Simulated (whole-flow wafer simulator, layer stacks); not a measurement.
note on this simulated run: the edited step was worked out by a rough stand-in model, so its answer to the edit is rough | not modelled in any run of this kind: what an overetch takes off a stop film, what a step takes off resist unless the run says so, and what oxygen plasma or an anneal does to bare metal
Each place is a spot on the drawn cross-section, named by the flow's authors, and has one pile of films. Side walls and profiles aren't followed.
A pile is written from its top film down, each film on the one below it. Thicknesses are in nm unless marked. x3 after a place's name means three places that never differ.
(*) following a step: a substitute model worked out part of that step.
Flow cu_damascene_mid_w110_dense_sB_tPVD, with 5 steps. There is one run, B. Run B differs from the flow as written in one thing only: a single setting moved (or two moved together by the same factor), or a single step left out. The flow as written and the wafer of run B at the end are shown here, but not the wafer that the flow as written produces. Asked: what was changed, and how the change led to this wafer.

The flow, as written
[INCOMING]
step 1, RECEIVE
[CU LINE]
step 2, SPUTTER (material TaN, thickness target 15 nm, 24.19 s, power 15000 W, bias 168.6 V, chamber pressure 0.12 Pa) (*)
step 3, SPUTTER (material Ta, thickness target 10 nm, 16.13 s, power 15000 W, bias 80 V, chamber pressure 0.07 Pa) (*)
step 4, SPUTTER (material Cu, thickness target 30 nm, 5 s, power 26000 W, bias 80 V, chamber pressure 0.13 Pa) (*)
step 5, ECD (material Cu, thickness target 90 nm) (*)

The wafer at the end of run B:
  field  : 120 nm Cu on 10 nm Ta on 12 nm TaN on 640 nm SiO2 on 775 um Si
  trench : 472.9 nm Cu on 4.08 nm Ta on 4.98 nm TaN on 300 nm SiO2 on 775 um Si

Cause: step 2, SPUTTER: 19.35 s was run, though the flow has 24.19 s.

The path from the change to this, step by step:
  step 2, SPUTTER (material TaN, thickness target 15 nm, 24.19 s, power 15000 W, bias 168.6 V, chamber pressure 0.12 Pa) (*)
      field: TaN gains 12 (new film) (as written it would have been: TaN gains 15 (new film))
      trench: TaN gains 4.98 (new film) (as written it would have been: TaN gains 6.23 (new film))
